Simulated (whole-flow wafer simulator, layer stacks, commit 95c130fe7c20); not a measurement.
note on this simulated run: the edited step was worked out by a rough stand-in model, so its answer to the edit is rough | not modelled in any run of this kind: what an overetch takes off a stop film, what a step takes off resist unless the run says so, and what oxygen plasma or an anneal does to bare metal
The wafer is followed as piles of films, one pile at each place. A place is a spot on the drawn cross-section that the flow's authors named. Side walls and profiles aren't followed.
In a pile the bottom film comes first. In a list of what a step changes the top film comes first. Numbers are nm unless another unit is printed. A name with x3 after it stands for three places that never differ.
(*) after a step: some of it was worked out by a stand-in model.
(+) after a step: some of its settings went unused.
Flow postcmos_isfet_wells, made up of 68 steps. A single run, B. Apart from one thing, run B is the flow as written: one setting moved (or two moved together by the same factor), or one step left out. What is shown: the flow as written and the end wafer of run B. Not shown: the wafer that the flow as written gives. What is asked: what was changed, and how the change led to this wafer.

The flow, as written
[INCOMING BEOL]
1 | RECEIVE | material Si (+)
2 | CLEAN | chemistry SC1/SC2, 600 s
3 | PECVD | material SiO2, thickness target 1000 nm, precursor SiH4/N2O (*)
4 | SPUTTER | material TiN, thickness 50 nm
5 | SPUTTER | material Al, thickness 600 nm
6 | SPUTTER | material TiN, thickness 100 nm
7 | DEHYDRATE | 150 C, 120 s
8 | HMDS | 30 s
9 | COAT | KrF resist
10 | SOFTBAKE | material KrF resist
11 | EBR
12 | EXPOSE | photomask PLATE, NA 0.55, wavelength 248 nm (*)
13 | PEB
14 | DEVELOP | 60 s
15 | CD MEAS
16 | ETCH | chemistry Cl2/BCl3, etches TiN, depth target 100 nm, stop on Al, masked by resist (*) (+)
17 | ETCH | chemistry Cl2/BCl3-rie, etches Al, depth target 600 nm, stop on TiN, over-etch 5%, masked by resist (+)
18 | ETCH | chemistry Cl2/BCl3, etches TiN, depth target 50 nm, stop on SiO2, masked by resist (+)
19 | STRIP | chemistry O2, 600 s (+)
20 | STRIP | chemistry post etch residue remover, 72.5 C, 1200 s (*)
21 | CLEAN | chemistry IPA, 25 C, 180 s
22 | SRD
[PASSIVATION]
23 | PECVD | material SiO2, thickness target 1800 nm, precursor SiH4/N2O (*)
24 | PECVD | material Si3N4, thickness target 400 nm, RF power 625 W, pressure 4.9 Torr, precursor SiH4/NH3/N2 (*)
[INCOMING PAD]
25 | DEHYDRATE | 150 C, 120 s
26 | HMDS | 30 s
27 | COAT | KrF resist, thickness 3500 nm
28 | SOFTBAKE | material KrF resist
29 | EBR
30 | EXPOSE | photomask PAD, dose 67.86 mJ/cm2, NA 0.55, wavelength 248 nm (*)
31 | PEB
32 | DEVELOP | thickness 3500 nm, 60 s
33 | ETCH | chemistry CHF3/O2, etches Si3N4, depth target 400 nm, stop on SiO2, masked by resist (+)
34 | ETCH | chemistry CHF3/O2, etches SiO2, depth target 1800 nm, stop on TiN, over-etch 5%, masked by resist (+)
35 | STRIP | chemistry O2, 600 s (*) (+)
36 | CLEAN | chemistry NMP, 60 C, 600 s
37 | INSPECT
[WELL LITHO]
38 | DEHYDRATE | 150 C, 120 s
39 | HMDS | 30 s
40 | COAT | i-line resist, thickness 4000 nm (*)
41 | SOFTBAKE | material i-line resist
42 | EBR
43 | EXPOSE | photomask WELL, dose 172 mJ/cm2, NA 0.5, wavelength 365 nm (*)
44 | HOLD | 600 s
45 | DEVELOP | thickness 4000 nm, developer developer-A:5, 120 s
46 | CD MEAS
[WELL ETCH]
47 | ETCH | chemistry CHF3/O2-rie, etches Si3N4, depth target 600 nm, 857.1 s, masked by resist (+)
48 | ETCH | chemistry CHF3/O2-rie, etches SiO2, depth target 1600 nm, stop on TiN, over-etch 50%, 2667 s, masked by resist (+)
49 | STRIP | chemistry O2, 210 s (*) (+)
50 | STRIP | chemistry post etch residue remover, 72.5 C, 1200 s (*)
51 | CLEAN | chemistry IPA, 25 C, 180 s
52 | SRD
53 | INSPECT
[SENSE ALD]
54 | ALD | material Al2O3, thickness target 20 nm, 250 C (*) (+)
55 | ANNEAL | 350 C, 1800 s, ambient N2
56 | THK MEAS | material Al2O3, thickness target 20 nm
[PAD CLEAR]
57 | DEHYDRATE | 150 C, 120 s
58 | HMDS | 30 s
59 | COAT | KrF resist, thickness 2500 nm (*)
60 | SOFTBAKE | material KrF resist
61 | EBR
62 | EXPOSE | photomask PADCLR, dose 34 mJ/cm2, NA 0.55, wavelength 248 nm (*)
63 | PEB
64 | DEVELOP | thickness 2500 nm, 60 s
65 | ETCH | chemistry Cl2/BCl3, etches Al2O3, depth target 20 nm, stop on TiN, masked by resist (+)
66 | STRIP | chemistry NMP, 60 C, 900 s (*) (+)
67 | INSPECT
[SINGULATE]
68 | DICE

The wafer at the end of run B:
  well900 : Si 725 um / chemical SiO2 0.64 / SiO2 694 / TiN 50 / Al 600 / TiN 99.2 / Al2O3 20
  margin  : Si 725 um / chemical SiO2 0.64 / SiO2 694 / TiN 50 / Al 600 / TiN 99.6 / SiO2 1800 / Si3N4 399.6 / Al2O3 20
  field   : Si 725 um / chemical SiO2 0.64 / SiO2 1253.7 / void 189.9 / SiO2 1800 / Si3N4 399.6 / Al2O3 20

The reason: step 3, PECVD: thickness target 694 nm was run, whereas the flow has thickness target 1000 nm.
The wafer itself shows it: well900 has SiO2 694, and step 3 as written asks for 1000 nm.

The path from the change to this, step by step:
  3 | PECVD | material SiO2, thickness target 1000 nm, precursor SiH4/N2O (*)
      field, margin, well900, well1300 x3, pad_rim, pad_clr, pad_open: +694 SiO2 (new film) (it would be, as written: +1000 SiO2 (new film))
